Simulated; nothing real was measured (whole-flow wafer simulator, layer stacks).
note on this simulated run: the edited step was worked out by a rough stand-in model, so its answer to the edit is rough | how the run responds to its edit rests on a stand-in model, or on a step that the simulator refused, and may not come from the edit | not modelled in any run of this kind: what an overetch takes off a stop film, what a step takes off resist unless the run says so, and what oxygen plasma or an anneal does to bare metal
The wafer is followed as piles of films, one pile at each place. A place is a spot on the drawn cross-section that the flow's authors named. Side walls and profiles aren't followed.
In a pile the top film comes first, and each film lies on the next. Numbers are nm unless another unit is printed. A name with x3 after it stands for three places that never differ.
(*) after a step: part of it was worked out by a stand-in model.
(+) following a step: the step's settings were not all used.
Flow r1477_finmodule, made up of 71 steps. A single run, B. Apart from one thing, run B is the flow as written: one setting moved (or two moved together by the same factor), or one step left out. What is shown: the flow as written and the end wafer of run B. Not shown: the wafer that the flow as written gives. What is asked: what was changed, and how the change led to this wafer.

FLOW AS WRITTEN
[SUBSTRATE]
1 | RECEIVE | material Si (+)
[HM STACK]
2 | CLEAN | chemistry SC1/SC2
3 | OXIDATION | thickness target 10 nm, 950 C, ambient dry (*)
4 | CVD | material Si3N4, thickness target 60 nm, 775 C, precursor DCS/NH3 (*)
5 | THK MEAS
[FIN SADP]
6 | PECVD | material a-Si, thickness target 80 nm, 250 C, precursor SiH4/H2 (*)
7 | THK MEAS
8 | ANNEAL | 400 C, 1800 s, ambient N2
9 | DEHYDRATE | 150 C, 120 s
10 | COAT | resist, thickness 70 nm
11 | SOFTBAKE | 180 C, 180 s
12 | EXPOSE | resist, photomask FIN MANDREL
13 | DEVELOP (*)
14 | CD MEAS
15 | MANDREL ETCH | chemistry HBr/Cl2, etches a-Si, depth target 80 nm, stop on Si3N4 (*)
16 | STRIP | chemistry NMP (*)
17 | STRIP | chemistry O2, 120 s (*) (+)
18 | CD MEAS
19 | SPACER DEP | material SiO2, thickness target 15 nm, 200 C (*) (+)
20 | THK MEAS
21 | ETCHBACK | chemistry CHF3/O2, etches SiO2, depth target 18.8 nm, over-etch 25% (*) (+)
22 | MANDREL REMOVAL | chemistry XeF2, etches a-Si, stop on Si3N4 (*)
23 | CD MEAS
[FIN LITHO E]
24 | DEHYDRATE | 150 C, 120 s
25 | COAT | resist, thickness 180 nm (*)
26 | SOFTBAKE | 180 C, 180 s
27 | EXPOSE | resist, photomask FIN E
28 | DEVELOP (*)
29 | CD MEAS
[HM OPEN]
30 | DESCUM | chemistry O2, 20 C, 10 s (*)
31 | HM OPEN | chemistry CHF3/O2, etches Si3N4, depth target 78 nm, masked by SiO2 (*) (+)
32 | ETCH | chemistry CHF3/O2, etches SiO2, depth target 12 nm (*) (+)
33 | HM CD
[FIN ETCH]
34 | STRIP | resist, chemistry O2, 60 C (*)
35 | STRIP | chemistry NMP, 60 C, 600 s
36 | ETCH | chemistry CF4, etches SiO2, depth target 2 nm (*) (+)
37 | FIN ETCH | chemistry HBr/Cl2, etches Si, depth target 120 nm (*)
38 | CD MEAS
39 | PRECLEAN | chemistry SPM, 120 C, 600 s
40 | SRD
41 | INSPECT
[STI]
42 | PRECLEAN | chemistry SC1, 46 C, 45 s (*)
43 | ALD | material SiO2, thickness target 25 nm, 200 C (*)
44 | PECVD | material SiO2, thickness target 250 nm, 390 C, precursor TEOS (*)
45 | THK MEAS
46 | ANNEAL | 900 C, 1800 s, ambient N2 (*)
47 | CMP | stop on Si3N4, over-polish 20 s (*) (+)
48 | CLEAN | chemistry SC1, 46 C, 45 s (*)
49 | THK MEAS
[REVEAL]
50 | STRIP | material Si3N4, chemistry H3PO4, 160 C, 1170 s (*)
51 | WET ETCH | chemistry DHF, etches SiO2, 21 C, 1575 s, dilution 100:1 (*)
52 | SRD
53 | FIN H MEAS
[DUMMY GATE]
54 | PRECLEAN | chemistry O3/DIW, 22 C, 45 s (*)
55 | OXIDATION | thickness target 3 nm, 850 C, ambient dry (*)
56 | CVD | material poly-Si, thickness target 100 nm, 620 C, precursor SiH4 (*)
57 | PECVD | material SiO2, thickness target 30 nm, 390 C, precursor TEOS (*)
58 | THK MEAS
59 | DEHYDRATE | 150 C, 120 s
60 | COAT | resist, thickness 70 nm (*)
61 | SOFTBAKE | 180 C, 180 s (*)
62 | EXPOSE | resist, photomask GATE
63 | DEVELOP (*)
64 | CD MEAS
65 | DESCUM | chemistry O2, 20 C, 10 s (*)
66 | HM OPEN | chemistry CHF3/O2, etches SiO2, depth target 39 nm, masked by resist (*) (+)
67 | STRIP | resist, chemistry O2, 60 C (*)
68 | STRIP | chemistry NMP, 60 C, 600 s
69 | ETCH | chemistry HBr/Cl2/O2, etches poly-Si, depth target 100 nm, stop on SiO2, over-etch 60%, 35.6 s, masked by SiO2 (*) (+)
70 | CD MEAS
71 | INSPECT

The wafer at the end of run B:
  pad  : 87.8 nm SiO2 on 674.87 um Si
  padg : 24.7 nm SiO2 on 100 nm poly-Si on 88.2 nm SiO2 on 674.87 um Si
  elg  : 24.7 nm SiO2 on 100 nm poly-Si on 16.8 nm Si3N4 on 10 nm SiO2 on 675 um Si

The reason: step 4, CVD: thickness target 45 nm was run, whereas the flow has thickness target 60 nm.

Step by step, how the change led to this:
  4 | CVD | material Si3N4, thickness target 60 nm, 775 C, precursor DCS/NH3 (*)
      pad, padg, elg and 33 more: +45 Si3N4 (new film) (as written it would have been: +60 Si3N4 (new film))
  31 | HM OPEN | chemistry CHF3/O2, etches Si3N4, depth target 78 nm, masked by SiO2 (*) (+)
      pad, padg, esg and 13 more: -41.4 Si3N4 (all of it), -10 SiO2 (all of it) (as written it would have been: -56.4 Si3N4 (all of it), -10 SiO2 (all of it))
      elg, e40lg, e100lg, e200lg, elo, e40lo, e100lo, e200lo: -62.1 resist (as written it would have been: -78 resist)
      (and at 12 other places as well)
  34 | STRIP | resist, chemistry O2, 60 C (*)
      elg, e40lg, e100lg, e200lg, elo, e40lo, e100lo, e200lo: -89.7 resist (all of it) (as written it would have been: -73.8 resist (all of it))
  43 | ALD | material SiO2, thickness target 25 nm, 200 C (*)
      s40cg, s45cg, s50cg, s40co, s45co, s50co: +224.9 SiO2 (new film) (as written it would have been: +232.1 SiO2 (new film))
      esg: +179.2 SiO2 (new film) (as written it would have been: +194.3 SiO2 (new film))
  47 | CMP | stop on Si3N4, over-polish 20 s (*) (+)
      pad, padg, e40sg and 11 more: -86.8 SiO2 (as written it would have been: -71.8 SiO2)
      s40cg, s45cg, s50cg, s40co, s45co, s50co: -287 SiO2 (as written it would have been: -279 SiO2)
      (and at 7 other places as well)
  50 | STRIP | material Si3N4, chemistry H3PO4, 160 C, 1170 s (*)
      s40sg_line, s45sg_line, s50sg_line, s40so_line, s45so_line, s50so_line: -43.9 Si3N4 (all of it), -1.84 SiO2 (as written it would have been: -58.9 Si3N4 (all of it), -1.37 SiO2)
  56 | CVD | material poly-Si, thickness target 100 nm, 620 C, precursor SiH4 (*)
      s40cg, s40co: +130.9 poly-Si (new film) (as written it would have been: +113.9 poly-Si (new film))
      s45cg, s45co: +130.9 poly-Si (new film) (as written it would have been: +113.4 poly-Si (new film))
      (and at 2 other places as well)
  60 | COAT | resist, thickness 70 nm (*)
      s40cg, s40co: +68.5 resist (new film) (as written it would have been: +70.6 resist (new film))
      s40sg, s40so: +105.9 resist (new film) (as written it would have been: +91 resist (new film))
      (and at 8 other places as well)
  63 | DEVELOP (*)
      s40co: -68.5 resist (all of it) (as written it would have been: -70.6 resist (all of it))
      s40so: -105.9 resist (all of it) (as written it would have been: -91 resist (all of it))
      (and at 4 other places as well)
  67 | STRIP | resist, chemistry O2, 60 C (*)
      s40cg: -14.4 resist (all of it) (as written it would have been: -16.5 resist (all of it))
      s40sg: -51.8 resist (all of it) (as written it would have been: -36.9 resist (all of it))
      (and at 4 other places as well)
  69 | ETCH | chemistry HBr/Cl2/O2, etches poly-Si, depth target 100 nm, stop on SiO2, over-etch 60%, 35.6 s, masked by SiO2 (*) (+)
      s40co: -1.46 chemical SiO2 (all of it), -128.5 poly-Si (all of it), -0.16 SiO2 (as written it would have been: -1.46 chemical SiO2 (all of it), -111.5 poly-Si (all of it), -0.24 SiO2)
      s45co: -1.46 chemical SiO2 (all of it), -128.5 poly-Si (all of it), -0.16 SiO2 (as written it would have been: -1.46 chemical SiO2 (all of it), -110.9 poly-Si (all of it), -0.25 SiO2)
      (and at 1 other place as well)
